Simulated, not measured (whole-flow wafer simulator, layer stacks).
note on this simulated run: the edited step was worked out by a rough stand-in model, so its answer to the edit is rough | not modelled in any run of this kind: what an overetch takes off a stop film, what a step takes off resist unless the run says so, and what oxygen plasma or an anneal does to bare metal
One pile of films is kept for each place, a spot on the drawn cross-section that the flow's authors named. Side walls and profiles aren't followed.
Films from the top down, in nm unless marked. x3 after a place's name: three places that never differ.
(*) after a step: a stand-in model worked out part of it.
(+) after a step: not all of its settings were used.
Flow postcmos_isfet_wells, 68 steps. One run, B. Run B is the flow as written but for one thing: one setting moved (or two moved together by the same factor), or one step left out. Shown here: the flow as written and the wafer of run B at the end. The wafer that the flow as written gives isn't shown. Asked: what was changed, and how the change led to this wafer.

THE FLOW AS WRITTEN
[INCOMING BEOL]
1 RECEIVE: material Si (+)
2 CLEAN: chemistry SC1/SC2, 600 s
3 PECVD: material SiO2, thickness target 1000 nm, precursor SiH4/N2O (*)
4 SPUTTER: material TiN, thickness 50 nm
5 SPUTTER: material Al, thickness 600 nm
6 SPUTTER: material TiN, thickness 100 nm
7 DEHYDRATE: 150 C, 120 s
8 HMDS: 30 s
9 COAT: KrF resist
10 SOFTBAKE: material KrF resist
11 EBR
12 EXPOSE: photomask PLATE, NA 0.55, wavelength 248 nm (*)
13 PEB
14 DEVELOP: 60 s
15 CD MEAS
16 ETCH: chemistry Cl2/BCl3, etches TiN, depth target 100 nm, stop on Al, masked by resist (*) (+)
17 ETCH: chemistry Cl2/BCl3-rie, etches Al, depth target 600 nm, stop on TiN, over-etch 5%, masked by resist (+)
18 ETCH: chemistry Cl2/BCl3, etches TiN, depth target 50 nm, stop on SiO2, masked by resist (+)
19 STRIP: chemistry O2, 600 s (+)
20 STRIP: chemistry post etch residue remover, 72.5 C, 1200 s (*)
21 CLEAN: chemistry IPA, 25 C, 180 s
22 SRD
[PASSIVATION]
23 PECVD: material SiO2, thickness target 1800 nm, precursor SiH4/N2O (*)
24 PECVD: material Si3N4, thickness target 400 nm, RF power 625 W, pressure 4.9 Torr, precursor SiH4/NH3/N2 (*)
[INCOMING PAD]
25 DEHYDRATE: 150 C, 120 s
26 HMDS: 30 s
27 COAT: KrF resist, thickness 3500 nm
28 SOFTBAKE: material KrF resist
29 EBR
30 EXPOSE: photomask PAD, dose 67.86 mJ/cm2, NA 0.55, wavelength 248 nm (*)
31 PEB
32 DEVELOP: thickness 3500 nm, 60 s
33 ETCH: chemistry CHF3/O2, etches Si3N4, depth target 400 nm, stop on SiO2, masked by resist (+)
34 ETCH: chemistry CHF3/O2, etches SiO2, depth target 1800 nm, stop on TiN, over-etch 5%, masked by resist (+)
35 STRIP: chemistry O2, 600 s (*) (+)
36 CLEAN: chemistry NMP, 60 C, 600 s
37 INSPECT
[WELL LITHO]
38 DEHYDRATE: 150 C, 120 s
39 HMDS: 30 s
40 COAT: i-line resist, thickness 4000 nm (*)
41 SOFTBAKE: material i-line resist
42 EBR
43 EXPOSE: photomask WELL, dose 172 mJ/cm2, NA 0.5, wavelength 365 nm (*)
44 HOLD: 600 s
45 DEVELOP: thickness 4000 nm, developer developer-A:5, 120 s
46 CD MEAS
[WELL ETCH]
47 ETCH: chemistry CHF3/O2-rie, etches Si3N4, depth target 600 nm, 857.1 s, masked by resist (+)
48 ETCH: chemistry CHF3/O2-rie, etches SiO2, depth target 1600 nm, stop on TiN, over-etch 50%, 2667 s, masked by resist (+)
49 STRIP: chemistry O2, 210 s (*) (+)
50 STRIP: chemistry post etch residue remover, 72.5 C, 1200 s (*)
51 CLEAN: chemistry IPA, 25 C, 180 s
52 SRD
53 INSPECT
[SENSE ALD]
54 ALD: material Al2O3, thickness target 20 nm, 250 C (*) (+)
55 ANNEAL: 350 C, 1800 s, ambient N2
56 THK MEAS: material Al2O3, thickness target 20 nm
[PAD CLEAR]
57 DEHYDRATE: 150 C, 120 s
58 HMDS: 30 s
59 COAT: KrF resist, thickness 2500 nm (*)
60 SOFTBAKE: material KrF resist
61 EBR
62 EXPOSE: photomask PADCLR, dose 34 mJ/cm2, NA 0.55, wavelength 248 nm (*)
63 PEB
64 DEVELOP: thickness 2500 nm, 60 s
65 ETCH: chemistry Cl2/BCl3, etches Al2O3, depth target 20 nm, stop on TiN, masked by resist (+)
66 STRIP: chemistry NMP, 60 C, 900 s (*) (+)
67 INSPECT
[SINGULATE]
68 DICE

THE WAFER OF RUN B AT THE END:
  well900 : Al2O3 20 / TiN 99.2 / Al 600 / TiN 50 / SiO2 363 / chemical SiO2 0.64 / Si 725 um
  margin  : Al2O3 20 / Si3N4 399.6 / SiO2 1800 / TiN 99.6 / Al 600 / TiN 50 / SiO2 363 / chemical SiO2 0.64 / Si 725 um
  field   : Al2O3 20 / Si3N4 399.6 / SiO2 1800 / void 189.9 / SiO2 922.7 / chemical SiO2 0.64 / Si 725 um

The cause: step 3, PECVD: thickness target 363 nm was run, where the flow has thickness target 1000 nm.
It can be read off the wafer: well900 has SiO2 363, and step 3 as written asks for 1000 nm.

How the change led to this, step by step:
  3 PECVD: material SiO2, thickness target 1000 nm, precursor SiH4/N2O (*)
      field, margin, well900, well1300 x3, pad_rim, pad_clr, pad_open: SiO2 +363 (new film) (as written it would be: SiO2 +1000 (new film))
